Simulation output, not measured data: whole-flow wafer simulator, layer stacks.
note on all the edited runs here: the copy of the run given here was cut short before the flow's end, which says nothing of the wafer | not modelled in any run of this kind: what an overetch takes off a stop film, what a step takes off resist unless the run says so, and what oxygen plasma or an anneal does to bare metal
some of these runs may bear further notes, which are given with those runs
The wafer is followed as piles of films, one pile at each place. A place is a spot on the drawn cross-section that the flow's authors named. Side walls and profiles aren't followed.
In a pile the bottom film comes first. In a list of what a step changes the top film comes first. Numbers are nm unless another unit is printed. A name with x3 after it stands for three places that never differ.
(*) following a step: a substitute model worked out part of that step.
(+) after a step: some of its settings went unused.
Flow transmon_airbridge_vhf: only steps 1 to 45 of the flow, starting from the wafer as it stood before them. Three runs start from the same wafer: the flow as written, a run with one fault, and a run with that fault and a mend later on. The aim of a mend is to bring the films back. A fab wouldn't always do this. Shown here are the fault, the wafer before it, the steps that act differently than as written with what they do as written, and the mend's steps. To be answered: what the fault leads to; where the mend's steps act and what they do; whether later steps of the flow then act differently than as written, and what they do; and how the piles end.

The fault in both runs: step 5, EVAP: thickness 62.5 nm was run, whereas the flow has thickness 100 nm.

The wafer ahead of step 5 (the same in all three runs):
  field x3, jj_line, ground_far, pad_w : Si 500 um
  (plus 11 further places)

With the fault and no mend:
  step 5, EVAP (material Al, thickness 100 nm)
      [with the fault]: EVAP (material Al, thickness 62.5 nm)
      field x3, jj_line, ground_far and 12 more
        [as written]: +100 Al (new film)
        [with the fault]: +62.5 Al (new film)
  Later steps of the flow acting differently than as written (15 other steps are not shown; they differ only slightly, by no more than 2% or 0.5 nm, whichever is larger):
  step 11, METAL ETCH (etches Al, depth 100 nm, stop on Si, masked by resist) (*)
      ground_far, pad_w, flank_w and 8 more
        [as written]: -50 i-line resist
        [with the fault]: -46.9 i-line resist
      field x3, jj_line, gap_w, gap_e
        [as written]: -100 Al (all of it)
        [with the fault]: -62.5 Al (all of it)
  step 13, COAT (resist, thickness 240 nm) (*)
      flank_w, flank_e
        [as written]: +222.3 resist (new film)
        [with the fault]: +228.5 resist (new film)
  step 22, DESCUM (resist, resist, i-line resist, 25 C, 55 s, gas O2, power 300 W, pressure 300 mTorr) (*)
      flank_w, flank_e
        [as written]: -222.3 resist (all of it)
        [with the fault]: -228.5 resist (all of it)
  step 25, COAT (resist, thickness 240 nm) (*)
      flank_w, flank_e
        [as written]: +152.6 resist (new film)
        [with the fault]: +156.8 resist (new film)
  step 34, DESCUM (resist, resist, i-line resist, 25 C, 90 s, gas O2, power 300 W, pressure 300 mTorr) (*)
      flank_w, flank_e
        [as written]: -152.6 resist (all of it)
        [with the fault]: -156.8 resist (all of it)
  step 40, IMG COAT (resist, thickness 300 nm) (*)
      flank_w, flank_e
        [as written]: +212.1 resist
        [with the fault]: +218 resist
  The piles end different from the flow's at ground_far, pad_w, flank_w and 8 more by more than 2% or 0.5 nm, whichever is larger.
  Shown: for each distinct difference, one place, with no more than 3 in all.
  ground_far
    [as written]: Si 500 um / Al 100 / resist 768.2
    [with the fault]: Si 500 um / Al 62.5 / resist 768.2
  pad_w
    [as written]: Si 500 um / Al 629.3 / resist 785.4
    [with the fault]: Si 500 um / Al 591.8 / resist 786.5
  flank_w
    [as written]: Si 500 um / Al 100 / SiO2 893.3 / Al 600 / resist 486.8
    [with the fault]: Si 500 um / Al 62.5 / SiO2 893.1 / Al 600 / resist 491.7

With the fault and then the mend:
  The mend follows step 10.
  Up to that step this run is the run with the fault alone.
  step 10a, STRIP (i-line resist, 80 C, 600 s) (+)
      ground_far, pad_w, flank_w and 8 more
        -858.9 i-line resist (all of it)
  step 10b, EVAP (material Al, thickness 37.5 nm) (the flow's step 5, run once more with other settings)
      field x3, jj_line, ground_far and 12 more
        +37.5 Al
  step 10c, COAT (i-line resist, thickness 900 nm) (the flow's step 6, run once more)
      field x3, jj_line, ground_far and 12 more
        +900 i-line resist (new film)
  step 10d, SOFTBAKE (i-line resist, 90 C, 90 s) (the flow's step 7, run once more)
      leaves every film unchanged at each place that is followed
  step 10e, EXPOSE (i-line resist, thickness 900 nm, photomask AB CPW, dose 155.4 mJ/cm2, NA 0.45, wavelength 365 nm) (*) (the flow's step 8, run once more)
      leaves every film unchanged at each place that is followed
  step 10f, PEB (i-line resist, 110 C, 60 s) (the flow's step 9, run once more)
      field x3, jj_line, ground_far and 12 more
        -41 i-line resist
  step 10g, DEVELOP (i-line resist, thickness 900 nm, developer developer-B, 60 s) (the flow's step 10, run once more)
      ground_far, pad_w, flank_w and 8 more
        -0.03 i-line resist
      field x3, jj_line, gap_w, gap_e
        -859 i-line resist (all of it)
  Every later step of the flow that is run acts as written at every place that is followed.
  The piles end the same as the flow's at every place that both follow.
